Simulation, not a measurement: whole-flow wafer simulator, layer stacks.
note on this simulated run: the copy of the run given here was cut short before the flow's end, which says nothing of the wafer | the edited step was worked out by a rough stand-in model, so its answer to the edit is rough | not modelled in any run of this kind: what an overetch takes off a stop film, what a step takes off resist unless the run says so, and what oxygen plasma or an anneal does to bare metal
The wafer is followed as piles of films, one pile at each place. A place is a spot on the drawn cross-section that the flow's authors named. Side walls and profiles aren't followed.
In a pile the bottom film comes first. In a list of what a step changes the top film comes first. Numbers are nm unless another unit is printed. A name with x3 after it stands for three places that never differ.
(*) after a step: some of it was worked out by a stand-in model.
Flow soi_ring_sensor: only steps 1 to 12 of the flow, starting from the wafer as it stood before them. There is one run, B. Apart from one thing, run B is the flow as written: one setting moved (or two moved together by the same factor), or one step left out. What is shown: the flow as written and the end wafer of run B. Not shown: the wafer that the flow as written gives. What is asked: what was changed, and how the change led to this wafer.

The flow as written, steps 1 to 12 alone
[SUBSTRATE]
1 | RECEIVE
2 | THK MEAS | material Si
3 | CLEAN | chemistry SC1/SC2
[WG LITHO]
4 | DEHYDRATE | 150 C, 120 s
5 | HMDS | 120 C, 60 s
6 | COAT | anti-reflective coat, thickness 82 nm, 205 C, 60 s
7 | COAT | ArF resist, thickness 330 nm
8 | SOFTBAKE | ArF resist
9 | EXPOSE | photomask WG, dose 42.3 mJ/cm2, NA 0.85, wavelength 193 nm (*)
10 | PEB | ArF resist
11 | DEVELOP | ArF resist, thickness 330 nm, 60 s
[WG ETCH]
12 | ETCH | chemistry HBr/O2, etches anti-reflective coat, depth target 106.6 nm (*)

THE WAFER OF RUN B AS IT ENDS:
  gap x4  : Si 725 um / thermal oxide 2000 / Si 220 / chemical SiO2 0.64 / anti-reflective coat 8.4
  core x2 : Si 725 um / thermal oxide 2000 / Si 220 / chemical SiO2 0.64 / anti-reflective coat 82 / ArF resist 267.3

The reason: step 12, ETCH: depth target 73.6 nm was run, while the flow as written has depth target 106.6 nm.

How this came from the change, step by step:
  12 | ETCH | chemistry HBr/O2, etches anti-reflective coat, depth target 106.6 nm (*)
      gap x4: anti-reflective coat loses 73.6 (it would be, as written: anti-reflective coat loses 82 (all of it), chemical SiO2 loses 0.64 (all of it))
      core x2: ArF resist loses 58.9 (it would be, as written: ArF resist loses 85.3)
